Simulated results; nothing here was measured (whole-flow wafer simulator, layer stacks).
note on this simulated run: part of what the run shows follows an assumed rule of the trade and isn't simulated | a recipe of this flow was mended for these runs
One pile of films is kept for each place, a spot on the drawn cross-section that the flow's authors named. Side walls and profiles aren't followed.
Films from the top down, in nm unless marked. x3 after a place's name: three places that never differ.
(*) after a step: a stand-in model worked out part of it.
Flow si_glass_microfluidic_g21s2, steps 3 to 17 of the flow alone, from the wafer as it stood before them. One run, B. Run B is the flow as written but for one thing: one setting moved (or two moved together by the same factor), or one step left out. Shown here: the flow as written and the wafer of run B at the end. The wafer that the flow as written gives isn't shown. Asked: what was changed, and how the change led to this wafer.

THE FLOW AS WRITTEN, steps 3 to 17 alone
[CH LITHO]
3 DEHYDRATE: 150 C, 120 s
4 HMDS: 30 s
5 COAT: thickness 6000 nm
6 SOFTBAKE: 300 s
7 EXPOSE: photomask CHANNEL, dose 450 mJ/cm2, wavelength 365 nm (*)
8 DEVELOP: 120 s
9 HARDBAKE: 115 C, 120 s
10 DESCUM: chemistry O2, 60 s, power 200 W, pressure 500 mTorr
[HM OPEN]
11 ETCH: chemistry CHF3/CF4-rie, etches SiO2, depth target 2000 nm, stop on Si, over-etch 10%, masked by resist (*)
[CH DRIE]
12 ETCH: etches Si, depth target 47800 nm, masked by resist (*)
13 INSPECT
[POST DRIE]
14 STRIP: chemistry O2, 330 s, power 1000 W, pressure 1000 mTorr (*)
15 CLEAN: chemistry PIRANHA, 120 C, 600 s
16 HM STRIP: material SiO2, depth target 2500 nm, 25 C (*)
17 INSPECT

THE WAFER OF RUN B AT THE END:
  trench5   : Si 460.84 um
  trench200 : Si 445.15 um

The cause: step 5, COAT: thickness 5325 nm was run, where the flow has thickness 6000 nm.

How the change led to this, step by step:
  5 COAT: thickness 6000 nm
      land, trench20, trench5, trench200: thick-i-line-resist +5325 (new film) (as written it would be: thick-i-line-resist +6000 (new film))
  8 DEVELOP: 120 s
      trench20, trench5, trench200: thick-i-line-resist -5325 (all of it) (as written it would be: thick-i-line-resist -6000 (all of it))
  9 HARDBAKE: 115 C, 120 s
      land: thick-i-line-resist -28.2 (as written it would be: thick-i-line-resist -33.5)
  12 ETCH: etches Si, depth target 47800 nm, masked by resist (*)
      trench5: Si -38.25 um (as written it would be: Si -38.09 um)
      trench200: Si -53.95 um (as written it would be: Si -54.08 um)
  14 STRIP: chemistry O2, 330 s, power 1000 W, pressure 1000 mTorr (*)
      land: thick-i-line-resist -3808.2 (all of it) (as written it would be: thick-i-line-resist -4476.3 (all of it))
